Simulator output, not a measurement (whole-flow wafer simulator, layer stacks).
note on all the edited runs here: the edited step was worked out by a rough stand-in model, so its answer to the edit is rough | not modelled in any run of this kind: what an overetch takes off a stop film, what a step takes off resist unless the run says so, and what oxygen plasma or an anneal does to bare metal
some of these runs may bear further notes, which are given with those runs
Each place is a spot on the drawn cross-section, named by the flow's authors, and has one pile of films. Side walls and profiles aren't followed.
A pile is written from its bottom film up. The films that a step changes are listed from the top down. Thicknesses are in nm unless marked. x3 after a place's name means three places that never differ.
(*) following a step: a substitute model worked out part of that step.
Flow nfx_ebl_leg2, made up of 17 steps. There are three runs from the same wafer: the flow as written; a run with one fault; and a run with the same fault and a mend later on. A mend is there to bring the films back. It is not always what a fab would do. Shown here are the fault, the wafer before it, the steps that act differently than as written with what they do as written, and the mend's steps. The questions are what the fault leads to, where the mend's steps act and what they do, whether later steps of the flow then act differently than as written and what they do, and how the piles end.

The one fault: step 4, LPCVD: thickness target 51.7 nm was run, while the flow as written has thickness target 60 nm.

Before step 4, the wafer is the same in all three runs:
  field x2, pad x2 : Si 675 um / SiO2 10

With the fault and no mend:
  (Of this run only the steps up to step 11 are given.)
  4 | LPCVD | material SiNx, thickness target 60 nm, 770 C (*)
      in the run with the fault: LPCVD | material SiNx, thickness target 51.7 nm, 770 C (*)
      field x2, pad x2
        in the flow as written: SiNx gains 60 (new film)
        in the run with the fault: SiNx gains 51.7 (new film)
  None of the later steps of the flow up to step 11 acts differently than as written at any place that is followed.
  After step 11, at field x2, pad x2, the piles differ from the flow's by more than 2% or 0.5 nm, whichever is larger.
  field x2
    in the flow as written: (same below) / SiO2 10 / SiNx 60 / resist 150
    in the run with the fault: (same below) / SiO2 10 / SiNx 51.7 / resist 150
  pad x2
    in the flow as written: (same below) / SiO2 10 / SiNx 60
    in the run with the fault: (same below) / SiO2 10 / SiNx 51.7

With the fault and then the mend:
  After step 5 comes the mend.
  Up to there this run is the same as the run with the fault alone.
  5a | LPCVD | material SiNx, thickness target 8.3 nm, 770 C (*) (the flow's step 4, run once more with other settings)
      field x2, pad x2
        SiNx gains 8.3
  None of the later steps of the flow acts differently than as written at any place that is followed.
  The piles end the same as the flow's at every place that both follow.
